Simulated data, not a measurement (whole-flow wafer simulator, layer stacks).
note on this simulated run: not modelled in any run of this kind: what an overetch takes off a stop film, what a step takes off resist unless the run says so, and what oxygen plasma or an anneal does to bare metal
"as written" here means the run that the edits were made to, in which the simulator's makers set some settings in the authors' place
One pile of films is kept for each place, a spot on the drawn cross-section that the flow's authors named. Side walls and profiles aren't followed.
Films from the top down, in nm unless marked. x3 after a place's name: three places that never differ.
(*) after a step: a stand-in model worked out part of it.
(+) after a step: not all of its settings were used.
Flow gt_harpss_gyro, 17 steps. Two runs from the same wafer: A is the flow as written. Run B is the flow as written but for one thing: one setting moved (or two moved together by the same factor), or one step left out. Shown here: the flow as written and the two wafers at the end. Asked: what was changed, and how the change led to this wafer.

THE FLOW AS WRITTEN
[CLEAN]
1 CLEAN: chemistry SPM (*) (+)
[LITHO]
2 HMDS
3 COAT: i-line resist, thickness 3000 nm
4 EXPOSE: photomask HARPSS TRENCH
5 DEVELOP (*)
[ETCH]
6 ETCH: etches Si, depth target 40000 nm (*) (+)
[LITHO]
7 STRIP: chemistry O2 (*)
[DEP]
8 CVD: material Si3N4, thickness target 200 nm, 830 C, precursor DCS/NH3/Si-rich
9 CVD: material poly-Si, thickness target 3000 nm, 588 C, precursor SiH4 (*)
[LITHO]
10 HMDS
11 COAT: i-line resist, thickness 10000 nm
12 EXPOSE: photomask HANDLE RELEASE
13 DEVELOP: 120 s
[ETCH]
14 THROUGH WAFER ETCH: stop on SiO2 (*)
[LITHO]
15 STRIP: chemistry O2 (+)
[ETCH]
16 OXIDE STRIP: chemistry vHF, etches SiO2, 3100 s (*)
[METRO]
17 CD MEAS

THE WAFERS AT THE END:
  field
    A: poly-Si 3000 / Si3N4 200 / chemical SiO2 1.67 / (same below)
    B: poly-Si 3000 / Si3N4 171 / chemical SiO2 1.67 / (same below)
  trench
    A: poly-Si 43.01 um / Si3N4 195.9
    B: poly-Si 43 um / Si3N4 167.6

The cause: step 8, CVD: thickness target 171 nm was run, where the flow has thickness target 200 nm.
It can be read off the wafer: field has Si3N4 171, and step 8 as written asks for 200 nm.

How the change led to this, step by step:
  8 CVD: material Si3N4, thickness target 200 nm, 830 C, precursor DCS/NH3/Si-rich
      field: A Si3N4 +200 (new film) | B Si3N4 +171 (new film)
      trench: A Si3N4 +195.9 (new film) | B Si3N4 +167.6 (new film)
  9 CVD: material poly-Si, thickness target 3000 nm, 588 C, precursor SiH4 (*)
      trench: A poly-Si +43.01 um (new film) | B poly-Si +43 um (new film)
